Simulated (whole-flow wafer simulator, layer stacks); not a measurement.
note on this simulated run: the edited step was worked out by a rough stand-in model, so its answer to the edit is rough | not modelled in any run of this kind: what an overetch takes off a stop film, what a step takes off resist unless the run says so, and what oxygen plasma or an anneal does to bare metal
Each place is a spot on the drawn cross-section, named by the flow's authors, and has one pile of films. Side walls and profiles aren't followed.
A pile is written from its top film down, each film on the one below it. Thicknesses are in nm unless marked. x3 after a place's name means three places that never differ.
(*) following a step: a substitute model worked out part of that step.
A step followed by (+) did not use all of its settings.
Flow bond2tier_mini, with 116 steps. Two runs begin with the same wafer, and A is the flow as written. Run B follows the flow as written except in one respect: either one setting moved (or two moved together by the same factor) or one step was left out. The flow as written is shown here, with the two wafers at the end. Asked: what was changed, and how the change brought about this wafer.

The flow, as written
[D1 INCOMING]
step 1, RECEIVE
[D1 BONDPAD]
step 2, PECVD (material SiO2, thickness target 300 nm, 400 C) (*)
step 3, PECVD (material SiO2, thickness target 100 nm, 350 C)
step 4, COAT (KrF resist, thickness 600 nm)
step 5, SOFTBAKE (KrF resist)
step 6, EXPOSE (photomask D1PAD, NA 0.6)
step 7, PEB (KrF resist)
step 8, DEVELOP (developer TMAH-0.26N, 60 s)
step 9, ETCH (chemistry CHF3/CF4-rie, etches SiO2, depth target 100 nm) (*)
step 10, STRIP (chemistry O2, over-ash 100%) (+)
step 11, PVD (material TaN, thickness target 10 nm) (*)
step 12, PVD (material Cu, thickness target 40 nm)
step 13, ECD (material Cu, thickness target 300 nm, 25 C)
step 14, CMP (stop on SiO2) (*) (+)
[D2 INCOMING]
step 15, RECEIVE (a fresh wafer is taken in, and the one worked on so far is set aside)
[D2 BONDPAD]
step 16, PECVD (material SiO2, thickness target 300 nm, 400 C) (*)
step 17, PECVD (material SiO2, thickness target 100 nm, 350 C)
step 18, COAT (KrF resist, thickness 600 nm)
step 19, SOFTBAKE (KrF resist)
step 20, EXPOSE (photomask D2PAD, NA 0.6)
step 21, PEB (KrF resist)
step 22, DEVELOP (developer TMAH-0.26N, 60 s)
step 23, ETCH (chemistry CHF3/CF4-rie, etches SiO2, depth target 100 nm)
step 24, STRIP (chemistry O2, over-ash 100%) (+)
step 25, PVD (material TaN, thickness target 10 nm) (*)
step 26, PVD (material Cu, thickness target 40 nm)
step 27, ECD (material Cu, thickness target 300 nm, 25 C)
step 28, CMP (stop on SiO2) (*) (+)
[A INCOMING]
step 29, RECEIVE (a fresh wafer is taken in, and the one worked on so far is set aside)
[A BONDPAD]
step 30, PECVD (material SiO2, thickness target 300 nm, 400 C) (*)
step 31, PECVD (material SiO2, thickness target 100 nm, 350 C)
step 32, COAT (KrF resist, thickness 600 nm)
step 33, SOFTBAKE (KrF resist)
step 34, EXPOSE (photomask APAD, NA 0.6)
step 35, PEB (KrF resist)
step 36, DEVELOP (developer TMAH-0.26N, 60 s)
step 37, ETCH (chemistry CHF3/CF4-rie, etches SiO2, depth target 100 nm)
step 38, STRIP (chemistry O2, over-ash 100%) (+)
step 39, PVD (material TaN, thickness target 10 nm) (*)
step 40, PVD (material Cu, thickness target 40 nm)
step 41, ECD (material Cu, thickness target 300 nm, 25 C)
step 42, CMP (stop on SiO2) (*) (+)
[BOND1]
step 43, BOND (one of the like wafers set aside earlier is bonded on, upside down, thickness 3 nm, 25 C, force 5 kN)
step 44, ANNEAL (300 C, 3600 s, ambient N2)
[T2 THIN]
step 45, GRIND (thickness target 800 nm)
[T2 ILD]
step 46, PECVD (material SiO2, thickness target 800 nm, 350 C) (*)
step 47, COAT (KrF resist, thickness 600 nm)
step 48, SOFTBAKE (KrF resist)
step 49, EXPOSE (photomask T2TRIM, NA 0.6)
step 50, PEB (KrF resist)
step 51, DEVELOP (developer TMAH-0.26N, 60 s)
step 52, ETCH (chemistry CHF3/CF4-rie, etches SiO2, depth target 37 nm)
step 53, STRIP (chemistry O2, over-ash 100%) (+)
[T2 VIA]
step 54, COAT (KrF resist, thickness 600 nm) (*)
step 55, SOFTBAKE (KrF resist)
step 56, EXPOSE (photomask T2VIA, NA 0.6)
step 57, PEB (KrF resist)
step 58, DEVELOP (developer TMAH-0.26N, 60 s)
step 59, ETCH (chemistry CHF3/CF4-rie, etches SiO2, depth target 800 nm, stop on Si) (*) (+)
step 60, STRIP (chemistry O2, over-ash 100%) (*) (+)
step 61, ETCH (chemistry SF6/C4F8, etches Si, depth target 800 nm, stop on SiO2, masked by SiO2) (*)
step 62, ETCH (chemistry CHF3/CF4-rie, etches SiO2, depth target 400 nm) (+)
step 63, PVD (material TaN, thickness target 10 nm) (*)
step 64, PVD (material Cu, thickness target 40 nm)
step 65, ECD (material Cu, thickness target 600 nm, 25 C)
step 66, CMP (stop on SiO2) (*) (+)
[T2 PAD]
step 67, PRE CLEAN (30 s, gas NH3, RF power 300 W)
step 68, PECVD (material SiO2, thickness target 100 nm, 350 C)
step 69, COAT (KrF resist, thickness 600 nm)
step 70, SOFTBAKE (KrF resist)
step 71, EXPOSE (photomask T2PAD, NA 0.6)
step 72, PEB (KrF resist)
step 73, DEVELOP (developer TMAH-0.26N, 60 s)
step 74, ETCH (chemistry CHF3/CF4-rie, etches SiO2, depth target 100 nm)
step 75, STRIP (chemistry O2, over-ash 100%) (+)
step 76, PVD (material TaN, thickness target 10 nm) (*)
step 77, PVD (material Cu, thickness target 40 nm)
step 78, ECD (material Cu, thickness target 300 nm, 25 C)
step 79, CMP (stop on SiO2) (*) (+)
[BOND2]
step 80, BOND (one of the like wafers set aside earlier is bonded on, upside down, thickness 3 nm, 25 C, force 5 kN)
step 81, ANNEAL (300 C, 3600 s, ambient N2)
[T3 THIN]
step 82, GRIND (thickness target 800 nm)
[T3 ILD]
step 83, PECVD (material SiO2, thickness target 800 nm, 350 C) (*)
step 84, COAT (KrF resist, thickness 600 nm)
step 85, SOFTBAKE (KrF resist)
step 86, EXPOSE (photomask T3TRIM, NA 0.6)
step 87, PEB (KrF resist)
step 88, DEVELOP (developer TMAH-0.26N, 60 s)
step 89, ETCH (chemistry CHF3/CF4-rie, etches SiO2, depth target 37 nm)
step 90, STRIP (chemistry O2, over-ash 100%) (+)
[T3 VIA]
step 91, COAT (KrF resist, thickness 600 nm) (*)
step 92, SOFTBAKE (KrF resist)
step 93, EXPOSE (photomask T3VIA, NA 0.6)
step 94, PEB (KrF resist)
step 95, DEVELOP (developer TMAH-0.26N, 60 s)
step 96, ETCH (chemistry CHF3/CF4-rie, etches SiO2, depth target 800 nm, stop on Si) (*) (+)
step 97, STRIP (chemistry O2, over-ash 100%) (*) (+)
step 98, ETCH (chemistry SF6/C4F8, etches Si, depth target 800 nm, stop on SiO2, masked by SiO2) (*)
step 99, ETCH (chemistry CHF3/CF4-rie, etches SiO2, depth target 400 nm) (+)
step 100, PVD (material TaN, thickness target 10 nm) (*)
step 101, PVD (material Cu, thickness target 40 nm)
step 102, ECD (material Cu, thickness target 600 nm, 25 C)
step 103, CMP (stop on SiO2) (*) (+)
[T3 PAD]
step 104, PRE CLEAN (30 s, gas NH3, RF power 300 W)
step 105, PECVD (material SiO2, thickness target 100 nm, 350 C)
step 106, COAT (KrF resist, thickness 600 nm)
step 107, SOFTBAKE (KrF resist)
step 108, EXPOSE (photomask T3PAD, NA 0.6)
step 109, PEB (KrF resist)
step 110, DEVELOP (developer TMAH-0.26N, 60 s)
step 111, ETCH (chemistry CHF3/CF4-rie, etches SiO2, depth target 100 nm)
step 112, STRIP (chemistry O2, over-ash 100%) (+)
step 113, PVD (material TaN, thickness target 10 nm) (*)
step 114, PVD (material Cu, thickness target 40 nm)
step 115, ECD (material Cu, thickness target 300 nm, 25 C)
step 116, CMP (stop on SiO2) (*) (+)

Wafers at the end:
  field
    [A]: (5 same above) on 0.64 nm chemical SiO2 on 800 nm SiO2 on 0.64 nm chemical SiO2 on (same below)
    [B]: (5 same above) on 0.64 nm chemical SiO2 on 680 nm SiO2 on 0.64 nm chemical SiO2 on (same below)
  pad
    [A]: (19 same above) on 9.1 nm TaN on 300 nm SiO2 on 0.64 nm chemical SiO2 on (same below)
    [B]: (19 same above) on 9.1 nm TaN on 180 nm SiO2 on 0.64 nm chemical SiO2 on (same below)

Cause: step 30, PECVD: thickness target 180 nm was run, whereas the flow has thickness target 300 nm.
The wafer itself shows it: pad has SiO2 180, and step 30 as written asks for 300 nm.

How this came from the change, step by step:
  step 30, PECVD (material SiO2, thickness target 300 nm, 400 C) (*)
      field, pad, via: A +300 SiO2 (new film) | B +180 SiO2 (new film)
